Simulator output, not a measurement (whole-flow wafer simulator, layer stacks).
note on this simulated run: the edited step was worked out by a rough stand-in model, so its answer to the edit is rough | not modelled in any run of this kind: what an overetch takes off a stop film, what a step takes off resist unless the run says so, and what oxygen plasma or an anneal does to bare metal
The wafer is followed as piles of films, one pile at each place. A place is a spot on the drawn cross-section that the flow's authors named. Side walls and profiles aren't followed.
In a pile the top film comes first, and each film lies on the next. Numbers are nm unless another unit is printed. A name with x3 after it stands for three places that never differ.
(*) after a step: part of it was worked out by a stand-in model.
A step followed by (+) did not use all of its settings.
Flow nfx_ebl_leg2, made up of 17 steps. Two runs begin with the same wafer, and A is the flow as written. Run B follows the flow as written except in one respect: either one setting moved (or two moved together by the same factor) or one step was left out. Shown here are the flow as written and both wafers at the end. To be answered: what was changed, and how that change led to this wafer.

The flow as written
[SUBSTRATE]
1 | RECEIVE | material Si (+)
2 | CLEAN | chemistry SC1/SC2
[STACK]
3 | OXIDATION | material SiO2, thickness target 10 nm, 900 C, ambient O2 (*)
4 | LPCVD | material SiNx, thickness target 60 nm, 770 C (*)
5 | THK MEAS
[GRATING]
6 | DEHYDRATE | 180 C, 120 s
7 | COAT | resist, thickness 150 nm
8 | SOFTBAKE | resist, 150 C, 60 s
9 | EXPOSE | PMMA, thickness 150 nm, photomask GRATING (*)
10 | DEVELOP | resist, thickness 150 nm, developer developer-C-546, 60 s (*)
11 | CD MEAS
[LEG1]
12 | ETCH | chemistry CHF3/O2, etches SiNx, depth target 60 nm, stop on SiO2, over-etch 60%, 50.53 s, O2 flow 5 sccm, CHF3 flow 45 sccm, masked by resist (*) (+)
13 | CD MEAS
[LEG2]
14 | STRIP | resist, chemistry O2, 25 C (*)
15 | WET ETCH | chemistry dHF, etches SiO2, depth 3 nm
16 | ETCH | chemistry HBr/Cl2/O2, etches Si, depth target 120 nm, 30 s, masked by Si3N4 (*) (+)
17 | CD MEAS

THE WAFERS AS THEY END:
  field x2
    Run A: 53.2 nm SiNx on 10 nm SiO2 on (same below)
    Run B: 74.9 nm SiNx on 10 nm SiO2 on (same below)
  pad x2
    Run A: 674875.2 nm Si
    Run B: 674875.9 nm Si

Cause: step 4, LPCVD: thickness target 81.7 nm was run, though the flow has thickness target 60 nm.

How this came from the change, step by step:
  4 | LPCVD | material SiNx, thickness target 60 nm, 770 C (*)
      field x2, pad x2: A SiNx gains 60 (new film) | B SiNx gains 81.7 (new film)
  12 | ETCH | chemistry CHF3/O2, etches SiNx, depth target 60 nm, stop on SiO2, over-etch 60%, 50.53 s, O2 flow 5 sccm, CHF3 flow 45 sccm, masked by resist (*) (+)
      pad x2: A SiNx loses 60 (all of it), SiO2 loses 10 (all of it) | B SiNx loses 81.7 (all of it), SiO2 loses 7.15
  14 | STRIP | resist, chemistry O2, 25 C (*)
      pad x2: A chemical SiO2 gains 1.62 (new film), Si loses 0.71 | B nothing
  15 | WET ETCH | chemistry dHF, etches SiO2, depth 3 nm
      pad x2: A chemical SiO2 loses 1.62 (all of it) | B SiO2 loses 2.85 (all of it)
